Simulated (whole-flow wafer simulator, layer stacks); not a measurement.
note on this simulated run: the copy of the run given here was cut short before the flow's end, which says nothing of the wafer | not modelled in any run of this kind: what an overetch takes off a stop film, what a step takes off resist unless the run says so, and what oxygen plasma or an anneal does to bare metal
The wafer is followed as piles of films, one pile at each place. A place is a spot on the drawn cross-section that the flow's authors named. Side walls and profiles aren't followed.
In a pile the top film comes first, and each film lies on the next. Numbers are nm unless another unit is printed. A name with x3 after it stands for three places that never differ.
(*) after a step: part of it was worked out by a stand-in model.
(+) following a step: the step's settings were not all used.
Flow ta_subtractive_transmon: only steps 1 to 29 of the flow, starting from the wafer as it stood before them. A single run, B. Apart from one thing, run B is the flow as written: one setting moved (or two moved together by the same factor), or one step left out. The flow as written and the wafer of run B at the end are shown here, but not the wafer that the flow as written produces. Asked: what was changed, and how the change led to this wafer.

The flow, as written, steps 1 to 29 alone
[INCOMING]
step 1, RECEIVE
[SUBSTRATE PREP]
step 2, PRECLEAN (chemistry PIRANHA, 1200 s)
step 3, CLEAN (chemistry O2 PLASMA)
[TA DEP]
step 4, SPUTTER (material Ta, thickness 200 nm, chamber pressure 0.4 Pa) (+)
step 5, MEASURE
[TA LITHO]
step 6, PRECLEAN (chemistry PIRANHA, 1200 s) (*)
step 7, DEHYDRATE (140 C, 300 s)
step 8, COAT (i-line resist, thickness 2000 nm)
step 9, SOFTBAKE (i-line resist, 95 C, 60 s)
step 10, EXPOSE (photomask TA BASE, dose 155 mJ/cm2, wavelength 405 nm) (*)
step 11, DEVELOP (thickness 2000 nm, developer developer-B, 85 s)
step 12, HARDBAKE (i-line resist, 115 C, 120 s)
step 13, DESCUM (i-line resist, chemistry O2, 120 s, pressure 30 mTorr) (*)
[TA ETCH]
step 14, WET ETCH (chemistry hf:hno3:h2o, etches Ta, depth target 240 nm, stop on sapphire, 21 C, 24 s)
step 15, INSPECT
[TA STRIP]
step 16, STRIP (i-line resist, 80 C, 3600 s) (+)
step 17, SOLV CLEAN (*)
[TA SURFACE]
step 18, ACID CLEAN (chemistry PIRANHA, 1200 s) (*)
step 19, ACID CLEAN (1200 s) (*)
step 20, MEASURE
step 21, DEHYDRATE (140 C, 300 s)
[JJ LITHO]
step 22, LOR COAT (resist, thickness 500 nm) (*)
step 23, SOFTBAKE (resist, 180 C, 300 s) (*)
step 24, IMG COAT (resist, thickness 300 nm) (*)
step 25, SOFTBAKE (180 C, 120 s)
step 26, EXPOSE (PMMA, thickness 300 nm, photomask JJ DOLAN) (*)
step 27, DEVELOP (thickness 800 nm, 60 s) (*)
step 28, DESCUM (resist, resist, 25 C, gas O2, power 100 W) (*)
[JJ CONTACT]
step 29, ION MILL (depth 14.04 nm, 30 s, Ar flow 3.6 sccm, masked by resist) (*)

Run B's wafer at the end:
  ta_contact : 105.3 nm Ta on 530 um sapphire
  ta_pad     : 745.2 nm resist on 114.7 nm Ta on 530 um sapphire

Cause: step 4, SPUTTER: thickness 115 nm was run, while the flow as written has thickness 200 nm.

Step by step, how the change led to this:
  step 4, SPUTTER (material Ta, thickness 200 nm, chamber pressure 0.4 Pa) (+)
      field x2, jj_line, lead, ta_contact, ta_pad: Ta gains 115 (new film) (it would be, as written: Ta gains 200 (new film))
  step 14, WET ETCH (chemistry hf:hno3:h2o, etches Ta, depth target 240 nm, stop on sapphire, 21 C, 24 s)
      field x2, jj_line, lead: Ta loses 115 (all of it) (it would be, as written: Ta loses 200 (all of it))
  step 22, LOR COAT (resist, thickness 500 nm) (*)
      lead: resist gains 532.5 (new film) (it would be, as written: resist gains 554.8 (new film))
      ta_contact: resist gains 466.4 (new film) (it would be, as written: resist gains 443.8 (new film))
  step 24, IMG COAT (resist, thickness 300 nm) (*)
      ta_pad: resist gains 289.1 (it would be, as written: resist gains 281.3)
  step 27, DEVELOP (thickness 800 nm, 60 s) (*)
      lead: resist loses 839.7 (all of it) (it would be, as written: resist loses 867.4 (all of it))
      ta_contact: resist loses 759.4 (all of it) (it would be, as written: resist loses 731.2 (all of it))
